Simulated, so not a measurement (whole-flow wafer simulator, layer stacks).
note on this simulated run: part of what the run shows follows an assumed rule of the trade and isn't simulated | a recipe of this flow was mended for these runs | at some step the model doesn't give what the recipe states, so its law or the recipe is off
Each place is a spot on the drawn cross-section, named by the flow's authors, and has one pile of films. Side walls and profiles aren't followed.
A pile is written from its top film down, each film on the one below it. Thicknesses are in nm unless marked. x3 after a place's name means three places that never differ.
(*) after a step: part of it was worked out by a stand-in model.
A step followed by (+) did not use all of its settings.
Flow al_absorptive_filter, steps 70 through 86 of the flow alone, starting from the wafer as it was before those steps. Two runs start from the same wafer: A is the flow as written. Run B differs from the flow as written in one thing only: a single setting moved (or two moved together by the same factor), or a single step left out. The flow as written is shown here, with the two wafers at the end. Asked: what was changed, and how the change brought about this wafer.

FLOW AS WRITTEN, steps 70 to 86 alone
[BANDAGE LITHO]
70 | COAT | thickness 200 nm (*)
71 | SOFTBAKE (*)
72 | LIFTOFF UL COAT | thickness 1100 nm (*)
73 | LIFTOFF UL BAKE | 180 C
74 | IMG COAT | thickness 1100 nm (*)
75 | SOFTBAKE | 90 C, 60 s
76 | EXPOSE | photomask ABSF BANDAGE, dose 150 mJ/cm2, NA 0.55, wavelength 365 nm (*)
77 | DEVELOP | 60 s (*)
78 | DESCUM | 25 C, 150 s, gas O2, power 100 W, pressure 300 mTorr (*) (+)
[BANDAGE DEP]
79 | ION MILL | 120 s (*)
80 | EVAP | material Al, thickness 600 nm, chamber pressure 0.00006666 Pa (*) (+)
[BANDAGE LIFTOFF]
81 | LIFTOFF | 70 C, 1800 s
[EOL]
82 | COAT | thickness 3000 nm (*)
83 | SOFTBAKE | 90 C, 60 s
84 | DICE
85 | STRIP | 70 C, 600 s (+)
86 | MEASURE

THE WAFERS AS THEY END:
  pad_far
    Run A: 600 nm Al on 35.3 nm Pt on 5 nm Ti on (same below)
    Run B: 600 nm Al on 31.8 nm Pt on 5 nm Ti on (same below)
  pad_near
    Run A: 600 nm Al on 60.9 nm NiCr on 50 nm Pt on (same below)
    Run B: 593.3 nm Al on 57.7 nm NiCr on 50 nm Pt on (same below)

What caused this: step 74, IMG COAT: thickness 1364 nm was run, whereas the flow has thickness 1100 nm; step 79, ION MILL: 149 s was run, where the flow has 120 s.

The path from the change to this, step by step:
  74 | IMG COAT | thickness 1100 nm (*)
      xa_field, xl_land, idc_field: A +1100 i-line-resist (new film) | B +1364 i-line-resist (new film)
      idc_line, idc_space: A +1099.7 i-line-resist (new film) | B +1363.7 i-line-resist (new film)
      (and at 9 other places as well)
  75 | SOFTBAKE | 90 C, 60 s
      xa_margin: A -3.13 i-line-resist | B -6.14 i-line-resist
      xa_strip: A -4.64 i-line-resist | B -11.6 i-line-resist
      (and at 2 other places as well)
  77 | DEVELOP | 60 s (*)
      pad_far: A -1093.9 i-line-resist (all of it), -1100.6 lift-off-underlayer (all of it) | B -1357.6 i-line-resist (all of it), -1100.6 lift-off-underlayer (all of it)
      pad_near: A -1085.7 i-line-resist (all of it), -1058.2 lift-off-underlayer (all of it) | B -1349.1 i-line-resist (all of it), -1058.2 lift-off-underlayer (all of it)
  79 | ION MILL | 120 s (*)
      gnd, ledge, res and 9 more: A -10.7 i-line-resist | B -13.2 i-line-resist
      pad_far: A -14.7 Pt | B -18.2 Pt
      (and at 1 other place as well)
  81 | LIFTOFF | 70 C, 1800 s
      xa_field, xl_land, idc_field: A -600 Al (all of it), -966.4 i-line-resist (all of it), -1100 lift-off-underlayer (all of it), -200 acrylic-e-beam-resist (all of it) | B -600 Al (all of it), -1227.8 i-line-resist (all of it), -1100 lift-off-underlayer (all of it), -200 acrylic-e-beam-resist (all of it)
      gnd: A -600 Al (all of it), -968.3 i-line-resist (all of it), -1103.3 lift-off-underlayer (all of it), -200.9 acrylic-e-beam-resist (all of it) | B -600 Al (all of it), -1229.8 i-line-resist (all of it), -1103.3 lift-off-underlayer (all of it), -200.9 acrylic-e-beam-resist (all of it)
      (and at 8 other places as well)
